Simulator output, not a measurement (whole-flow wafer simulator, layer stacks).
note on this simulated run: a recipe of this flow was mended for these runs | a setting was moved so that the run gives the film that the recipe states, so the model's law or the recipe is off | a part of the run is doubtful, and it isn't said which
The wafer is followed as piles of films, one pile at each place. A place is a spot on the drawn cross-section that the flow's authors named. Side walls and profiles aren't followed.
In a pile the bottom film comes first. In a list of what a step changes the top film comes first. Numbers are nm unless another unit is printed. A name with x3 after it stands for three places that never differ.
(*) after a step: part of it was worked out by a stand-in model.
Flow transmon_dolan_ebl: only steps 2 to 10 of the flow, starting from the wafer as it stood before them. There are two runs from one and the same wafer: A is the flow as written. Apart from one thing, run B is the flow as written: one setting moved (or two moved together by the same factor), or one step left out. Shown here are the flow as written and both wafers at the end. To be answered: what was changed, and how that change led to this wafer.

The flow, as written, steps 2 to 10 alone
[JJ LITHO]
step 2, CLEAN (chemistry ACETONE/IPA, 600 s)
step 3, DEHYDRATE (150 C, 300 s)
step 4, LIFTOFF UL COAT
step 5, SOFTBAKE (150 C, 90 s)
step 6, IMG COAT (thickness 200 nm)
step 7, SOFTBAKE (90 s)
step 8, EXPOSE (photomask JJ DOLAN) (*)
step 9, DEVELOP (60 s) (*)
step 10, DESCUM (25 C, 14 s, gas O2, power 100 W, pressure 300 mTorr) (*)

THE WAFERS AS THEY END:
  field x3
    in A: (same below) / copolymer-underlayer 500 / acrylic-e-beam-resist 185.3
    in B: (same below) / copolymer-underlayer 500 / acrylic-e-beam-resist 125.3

What caused this: step 6, IMG COAT: thickness 140 nm was run, though the flow has thickness 200 nm.

Step by step, how the change led to this:
  step 6, IMG COAT (thickness 200 nm)
      field x3, jj_line: A +200 acrylic-e-beam-resist (new film) | B +140 acrylic-e-beam-resist (new film)
  step 9, DEVELOP (60 s) (*)
      jj_line: A -200 acrylic-e-beam-resist (all of it), -500 copolymer-underlayer (all of it) | B -140 acrylic-e-beam-resist (all of it), -500 copolymer-underlayer (all of it)
